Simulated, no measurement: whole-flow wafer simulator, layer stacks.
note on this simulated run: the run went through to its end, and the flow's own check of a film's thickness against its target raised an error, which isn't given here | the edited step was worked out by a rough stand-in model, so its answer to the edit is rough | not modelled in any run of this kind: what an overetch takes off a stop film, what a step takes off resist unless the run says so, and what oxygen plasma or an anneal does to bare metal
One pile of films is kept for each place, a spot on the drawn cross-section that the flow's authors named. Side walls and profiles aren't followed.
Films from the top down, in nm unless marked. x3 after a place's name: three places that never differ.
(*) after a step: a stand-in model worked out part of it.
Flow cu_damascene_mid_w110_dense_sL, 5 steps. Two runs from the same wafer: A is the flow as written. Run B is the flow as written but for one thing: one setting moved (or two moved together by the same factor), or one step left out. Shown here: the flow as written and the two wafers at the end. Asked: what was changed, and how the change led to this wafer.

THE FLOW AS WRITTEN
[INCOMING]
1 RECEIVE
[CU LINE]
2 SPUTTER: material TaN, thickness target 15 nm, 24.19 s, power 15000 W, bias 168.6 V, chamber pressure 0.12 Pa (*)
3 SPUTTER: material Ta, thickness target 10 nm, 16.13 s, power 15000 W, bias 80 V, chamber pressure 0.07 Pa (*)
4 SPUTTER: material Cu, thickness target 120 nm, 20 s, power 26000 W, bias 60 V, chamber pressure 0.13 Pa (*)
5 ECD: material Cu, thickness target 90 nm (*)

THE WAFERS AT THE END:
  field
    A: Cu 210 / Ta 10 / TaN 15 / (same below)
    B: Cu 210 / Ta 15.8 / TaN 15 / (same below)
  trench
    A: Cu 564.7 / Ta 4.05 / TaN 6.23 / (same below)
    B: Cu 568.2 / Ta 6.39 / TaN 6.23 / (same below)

The cause: step 3, SPUTTER: thickness target 15.8 nm was run, where the flow has thickness target 10 nm; step 3, SPUTTER: 25.4 s was run, where the flow has 16.13 s.
It can be read off the wafer: field has Ta 15.8, and step 3 as written asks for 10 nm.

How the change led to this, step by step:
  3 SPUTTER: material Ta, thickness target 10 nm, 16.13 s, power 15000 W, bias 80 V, chamber pressure 0.07 Pa (*)
      field: A Ta +10 (new film) | B Ta +15.8 (new film)
      trench: A Ta +4.05 (new film) | B Ta +6.39 (new film)
